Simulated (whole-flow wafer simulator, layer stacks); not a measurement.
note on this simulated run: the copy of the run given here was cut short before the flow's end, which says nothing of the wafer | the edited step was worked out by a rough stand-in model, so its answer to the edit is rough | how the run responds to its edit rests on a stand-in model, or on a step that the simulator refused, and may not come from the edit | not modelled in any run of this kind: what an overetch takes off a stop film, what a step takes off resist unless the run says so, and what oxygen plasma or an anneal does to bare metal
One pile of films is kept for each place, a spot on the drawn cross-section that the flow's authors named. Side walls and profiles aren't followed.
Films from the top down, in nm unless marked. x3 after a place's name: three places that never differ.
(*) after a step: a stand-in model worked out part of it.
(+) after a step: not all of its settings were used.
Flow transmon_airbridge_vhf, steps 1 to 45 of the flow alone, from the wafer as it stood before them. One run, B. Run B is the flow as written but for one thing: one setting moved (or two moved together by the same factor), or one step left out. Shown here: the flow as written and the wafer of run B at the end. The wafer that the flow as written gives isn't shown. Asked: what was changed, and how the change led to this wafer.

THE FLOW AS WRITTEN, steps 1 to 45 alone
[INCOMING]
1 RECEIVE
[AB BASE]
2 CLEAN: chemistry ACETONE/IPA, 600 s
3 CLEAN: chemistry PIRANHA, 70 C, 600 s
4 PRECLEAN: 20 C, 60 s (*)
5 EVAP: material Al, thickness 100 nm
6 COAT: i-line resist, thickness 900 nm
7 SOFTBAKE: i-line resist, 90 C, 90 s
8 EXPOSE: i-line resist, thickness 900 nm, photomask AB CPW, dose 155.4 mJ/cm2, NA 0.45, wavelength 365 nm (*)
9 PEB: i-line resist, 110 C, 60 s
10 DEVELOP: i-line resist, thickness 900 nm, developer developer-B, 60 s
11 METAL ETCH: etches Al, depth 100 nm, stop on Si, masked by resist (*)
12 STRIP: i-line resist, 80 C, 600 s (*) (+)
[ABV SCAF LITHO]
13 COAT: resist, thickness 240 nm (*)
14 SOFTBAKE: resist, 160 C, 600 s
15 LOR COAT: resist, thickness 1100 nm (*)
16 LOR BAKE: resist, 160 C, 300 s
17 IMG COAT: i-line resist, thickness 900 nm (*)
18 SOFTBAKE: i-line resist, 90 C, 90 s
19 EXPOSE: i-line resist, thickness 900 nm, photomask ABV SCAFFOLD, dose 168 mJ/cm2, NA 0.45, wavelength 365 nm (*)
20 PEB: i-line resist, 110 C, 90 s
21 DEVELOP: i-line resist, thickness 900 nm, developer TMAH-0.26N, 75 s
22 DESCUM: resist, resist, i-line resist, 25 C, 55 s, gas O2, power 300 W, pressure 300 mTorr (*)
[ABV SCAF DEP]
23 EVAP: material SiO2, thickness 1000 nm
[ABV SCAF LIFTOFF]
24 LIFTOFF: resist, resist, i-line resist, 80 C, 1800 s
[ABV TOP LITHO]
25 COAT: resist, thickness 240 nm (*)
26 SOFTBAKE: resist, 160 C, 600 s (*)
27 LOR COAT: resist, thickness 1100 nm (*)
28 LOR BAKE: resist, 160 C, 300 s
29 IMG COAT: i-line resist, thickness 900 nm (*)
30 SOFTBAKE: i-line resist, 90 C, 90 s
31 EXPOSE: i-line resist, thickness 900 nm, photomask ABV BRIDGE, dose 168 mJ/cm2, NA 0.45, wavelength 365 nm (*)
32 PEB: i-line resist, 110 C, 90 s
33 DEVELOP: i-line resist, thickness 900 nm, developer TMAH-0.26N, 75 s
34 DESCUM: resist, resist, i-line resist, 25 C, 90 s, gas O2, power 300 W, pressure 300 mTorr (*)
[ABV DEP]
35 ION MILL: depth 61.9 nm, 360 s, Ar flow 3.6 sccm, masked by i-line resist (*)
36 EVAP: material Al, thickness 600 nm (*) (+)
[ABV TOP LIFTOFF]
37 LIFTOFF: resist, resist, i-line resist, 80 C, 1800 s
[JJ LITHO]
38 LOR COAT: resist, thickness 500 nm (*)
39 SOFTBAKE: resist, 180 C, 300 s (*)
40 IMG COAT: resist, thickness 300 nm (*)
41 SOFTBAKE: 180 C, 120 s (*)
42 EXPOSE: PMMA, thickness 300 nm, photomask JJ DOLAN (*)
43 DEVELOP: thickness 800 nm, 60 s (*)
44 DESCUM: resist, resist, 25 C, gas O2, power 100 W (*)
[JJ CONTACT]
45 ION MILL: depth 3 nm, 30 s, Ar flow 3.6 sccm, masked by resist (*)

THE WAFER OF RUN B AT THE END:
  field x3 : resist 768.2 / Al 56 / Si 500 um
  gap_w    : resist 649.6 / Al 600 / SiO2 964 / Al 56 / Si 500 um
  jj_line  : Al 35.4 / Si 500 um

The cause: step 11, METAL ETCH: depth 44 nm was run, where the flow has depth 100 nm.

How the change led to this, step by step:
  11 METAL ETCH: etches Al, depth 100 nm, stop on Si, masked by resist (*)
      field x3, jj_line, gap_w, gap_e: Al -44 (as written it would be: Al -100 (all of it))
      ground_far, pad_w, flank_w and 8 more: i-line resist -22 (as written it would be: i-line resist -50)
  12 STRIP: i-line resist, 80 C, 600 s (*) (+)
      ground_far, pad_w, flank_w and 8 more: i-line resist -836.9 (all of it) (as written it would be: i-line resist -808.9 (all of it))
  13 COAT: resist, thickness 240 nm (*)
      flank_w, flank_e: resist +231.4 (new film) (as written it would be: resist +222.3 (new film))
      gap_w, gap_e: resist +245.6 (new film) (as written it would be: resist +251.7 (new film))
  22 DESCUM: resist, resist, i-line resist, 25 C, 55 s, gas O2, power 300 W, pressure 300 mTorr (*)
      flank_w, flank_e: resist -231.4 (all of it) (as written it would be: resist -222.3 (all of it))
      gap_w, gap_e: resist -245.6 (all of it) (as written it would be: resist -251.7 (all of it))
  25 COAT: resist, thickness 240 nm (*)
      flank_w, flank_e: resist +159.6 (new film) (as written it would be: resist +152.6 (new film))
      gap_w, gap_e: resist +204.6 (new film) (as written it would be: resist +210.7 (new film))
  29 IMG COAT: i-line resist, thickness 900 nm (*)
      gap_w, gap_e: i-line resist +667 (new film) (as written it would be: i-line resist +681.7 (new film))
  32 PEB: i-line resist, 110 C, 90 s
      gap_w, gap_e: i-line resist -34 (as written it would be: i-line resist -34.7)
  33 DEVELOP: i-line resist, thickness 900 nm, developer TMAH-0.26N, 75 s
      gap_w, gap_e: i-line resist -633 (all of it), resist -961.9 (as written it would be: i-line resist -646.9 (all of it), resist -977.8)
  34 DESCUM: resist, resist, i-line resist, 25 C, 90 s, gas O2, power 300 W, pressure 300 mTorr (*)
      flank_w, flank_e: resist -159.6 (all of it) (as written it would be: resist -152.6 (all of it))
      gap_w, gap_e: resist -204.6 (all of it) (as written it would be: resist -210.7 (all of it))
  38 LOR COAT: resist, thickness 500 nm (*)
      gap_w, gap_e: resist +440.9 (new film) (as written it would be: resist +450.7 (new film))
  40 IMG COAT: resist, thickness 300 nm (*)
      flank_w, flank_e: resist +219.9 (as written it would be: resist +212.1)
      gap_w, gap_e: resist +240.5 (as written it would be: resist +245.7)
  45 ION MILL: depth 3 nm, 30 s, Ar flow 3.6 sccm, masked by resist (*)
      jj_line: Al -20.6 (as written it would be: Si -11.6)
Counting metal films that touch as one body, field x3 has 1 body; the flow as written gives 0 bodies.
Counting metal films that touch as one body, gap_w has 2 bodies (between them, from the top down: SiO2 964); the flow as written gives 1 body.
Counting metal films that touch as one body, jj_line has 1 body; the flow as written gives 0 bodies.
